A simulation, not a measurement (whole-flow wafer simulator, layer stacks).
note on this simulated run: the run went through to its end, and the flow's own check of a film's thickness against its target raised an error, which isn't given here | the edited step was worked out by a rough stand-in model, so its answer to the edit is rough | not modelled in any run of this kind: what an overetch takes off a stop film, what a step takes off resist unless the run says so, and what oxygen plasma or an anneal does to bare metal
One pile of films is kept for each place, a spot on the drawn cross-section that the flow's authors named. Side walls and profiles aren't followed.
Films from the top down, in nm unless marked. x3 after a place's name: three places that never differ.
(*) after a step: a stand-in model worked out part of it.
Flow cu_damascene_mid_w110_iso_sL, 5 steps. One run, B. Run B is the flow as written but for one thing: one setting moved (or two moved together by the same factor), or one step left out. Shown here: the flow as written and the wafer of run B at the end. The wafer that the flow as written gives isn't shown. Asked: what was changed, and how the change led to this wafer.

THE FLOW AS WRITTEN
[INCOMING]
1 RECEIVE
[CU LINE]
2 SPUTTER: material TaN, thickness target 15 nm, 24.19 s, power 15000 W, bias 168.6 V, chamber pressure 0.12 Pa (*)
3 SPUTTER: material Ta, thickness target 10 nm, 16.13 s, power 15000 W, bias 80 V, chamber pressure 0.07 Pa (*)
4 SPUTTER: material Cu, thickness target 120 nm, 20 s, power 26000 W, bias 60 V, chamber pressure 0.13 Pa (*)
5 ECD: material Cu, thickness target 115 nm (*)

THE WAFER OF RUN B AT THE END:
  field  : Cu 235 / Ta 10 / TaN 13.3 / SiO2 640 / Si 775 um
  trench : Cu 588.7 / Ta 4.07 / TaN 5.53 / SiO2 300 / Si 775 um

The cause: step 2, SPUTTER: power 13320 W was run, where the flow has power 15000 W.

How the change led to this, step by step:
  2 SPUTTER: material TaN, thickness target 15 nm, 24.19 s, power 15000 W, bias 168.6 V, chamber pressure 0.12 Pa (*)
      field: TaN +13.3 (new film) (as written it would be: TaN +15 (new film))
      trench: TaN +5.53 (new film) (as written it would be: TaN +6.23 (new film))
